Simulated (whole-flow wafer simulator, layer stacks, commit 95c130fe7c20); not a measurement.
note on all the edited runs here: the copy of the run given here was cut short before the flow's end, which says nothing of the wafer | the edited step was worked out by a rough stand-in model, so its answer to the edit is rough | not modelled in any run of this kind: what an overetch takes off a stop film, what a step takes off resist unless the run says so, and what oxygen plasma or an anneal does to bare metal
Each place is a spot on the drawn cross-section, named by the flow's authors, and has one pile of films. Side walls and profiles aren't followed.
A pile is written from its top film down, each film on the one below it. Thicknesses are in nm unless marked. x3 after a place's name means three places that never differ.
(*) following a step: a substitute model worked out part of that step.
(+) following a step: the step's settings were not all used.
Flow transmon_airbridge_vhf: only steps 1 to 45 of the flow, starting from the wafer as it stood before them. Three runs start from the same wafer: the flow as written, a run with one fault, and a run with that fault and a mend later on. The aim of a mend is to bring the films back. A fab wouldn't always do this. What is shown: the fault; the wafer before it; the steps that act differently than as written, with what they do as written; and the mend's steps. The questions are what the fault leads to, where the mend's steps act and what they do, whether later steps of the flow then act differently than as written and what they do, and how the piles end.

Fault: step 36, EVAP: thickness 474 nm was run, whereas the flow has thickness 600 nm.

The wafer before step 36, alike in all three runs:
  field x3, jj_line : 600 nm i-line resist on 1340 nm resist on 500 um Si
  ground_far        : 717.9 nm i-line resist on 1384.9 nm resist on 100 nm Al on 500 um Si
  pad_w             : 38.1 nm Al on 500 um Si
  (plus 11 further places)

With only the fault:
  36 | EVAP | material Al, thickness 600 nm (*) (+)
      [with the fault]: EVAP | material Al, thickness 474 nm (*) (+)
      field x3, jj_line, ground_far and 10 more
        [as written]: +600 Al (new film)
        [with the fault]: +474 Al (new film)
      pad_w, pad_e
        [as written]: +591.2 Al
        [with the fault]: +467.1 Al
  Later steps of the flow acting differently than as written:
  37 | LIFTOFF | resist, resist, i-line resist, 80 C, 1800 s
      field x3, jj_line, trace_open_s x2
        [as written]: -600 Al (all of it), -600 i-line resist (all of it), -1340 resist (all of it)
        [with the fault]: -474 Al (all of it), -600 i-line resist (all of it), -1340 resist (all of it)
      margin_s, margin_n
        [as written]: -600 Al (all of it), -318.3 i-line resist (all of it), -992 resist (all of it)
        [with the fault]: -474 Al (all of it), -318.3 i-line resist (all of it), -992 resist (all of it)
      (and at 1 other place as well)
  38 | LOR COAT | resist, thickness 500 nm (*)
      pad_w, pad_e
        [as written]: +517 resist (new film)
        [with the fault]: +527.8 resist (new film)
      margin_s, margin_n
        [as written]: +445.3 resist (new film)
        [with the fault]: +434.7 resist (new film)
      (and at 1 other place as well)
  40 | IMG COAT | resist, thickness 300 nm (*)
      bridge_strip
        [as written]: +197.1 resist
        [with the fault]: +204.7 resist
  By the end, the piles at pad_w, flank_w, gap_w, cpw_trace, gap_e, flank_e, pad_e, bridge_strip depart from the flow's by more than 2% or 0.5 nm, whichever is larger.
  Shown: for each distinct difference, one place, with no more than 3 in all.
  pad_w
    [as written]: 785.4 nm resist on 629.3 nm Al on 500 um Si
    [with the fault]: 801.6 nm resist on 505.1 nm Al on 500 um Si
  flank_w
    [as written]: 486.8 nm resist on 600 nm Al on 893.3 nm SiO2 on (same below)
    [with the fault]: 493.9 nm resist on 474 nm Al on 893.3 nm SiO2 on (same below)
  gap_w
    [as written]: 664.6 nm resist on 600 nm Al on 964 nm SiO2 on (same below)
    [with the fault]: 674 nm resist on 474 nm Al on 964 nm SiO2 on (same below)

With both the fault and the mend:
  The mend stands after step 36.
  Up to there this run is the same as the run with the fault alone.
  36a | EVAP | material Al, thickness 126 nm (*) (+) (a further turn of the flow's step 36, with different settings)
      field x3, jj_line, ground_far and 10 more
        +126 Al
      pad_w, pad_e
        +124.1 Al
  Later steps of the flow that are run all act as written at every place that is followed, up to a difference of at most 2% or 0.5 nm, whichever is larger.
  The piles end only slightly different from the flow's at the places that both follow, by no more than 2% or 0.5 nm, whichever is larger.
